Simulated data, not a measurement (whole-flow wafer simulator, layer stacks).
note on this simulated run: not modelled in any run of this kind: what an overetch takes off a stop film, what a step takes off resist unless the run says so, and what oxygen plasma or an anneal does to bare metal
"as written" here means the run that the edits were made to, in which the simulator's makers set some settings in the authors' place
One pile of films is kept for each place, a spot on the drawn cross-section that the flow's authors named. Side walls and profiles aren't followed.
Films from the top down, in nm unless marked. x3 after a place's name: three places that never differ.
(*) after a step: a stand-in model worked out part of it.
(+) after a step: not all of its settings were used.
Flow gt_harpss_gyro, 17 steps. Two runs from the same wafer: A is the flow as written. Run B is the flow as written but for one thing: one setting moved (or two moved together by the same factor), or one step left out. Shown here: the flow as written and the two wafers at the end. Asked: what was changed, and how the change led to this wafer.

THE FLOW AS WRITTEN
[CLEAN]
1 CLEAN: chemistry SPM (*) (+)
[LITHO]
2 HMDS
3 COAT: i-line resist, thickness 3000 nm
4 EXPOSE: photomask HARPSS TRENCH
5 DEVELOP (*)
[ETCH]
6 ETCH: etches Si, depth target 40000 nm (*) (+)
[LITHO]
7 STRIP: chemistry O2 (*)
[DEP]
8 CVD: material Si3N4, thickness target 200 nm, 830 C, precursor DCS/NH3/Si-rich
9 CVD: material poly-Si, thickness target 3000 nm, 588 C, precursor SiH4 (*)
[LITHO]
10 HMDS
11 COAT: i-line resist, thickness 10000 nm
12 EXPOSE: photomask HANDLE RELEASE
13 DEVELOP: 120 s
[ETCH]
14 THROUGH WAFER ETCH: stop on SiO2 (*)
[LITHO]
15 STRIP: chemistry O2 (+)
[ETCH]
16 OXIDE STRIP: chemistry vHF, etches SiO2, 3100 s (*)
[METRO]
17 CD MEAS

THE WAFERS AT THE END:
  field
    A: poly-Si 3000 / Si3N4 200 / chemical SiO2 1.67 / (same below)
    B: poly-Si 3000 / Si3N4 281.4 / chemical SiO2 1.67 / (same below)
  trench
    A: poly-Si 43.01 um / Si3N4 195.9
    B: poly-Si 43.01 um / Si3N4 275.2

The cause: step 8, CVD: thickness target 281.4 nm was run, where the flow has thickness target 200 nm.
It can be read off the wafer: field has Si3N4 281.4, and step 8 as written asks for 200 nm.

How the change led to this, step by step:
  8 CVD: material Si3N4, thickness target 200 nm, 830 C, precursor DCS/NH3/Si-rich
      field: A Si3N4 +200 (new film) | B Si3N4 +281.4 (new film)
      trench: A Si3N4 +195.9 (new film) | B Si3N4 +275.2 (new film)
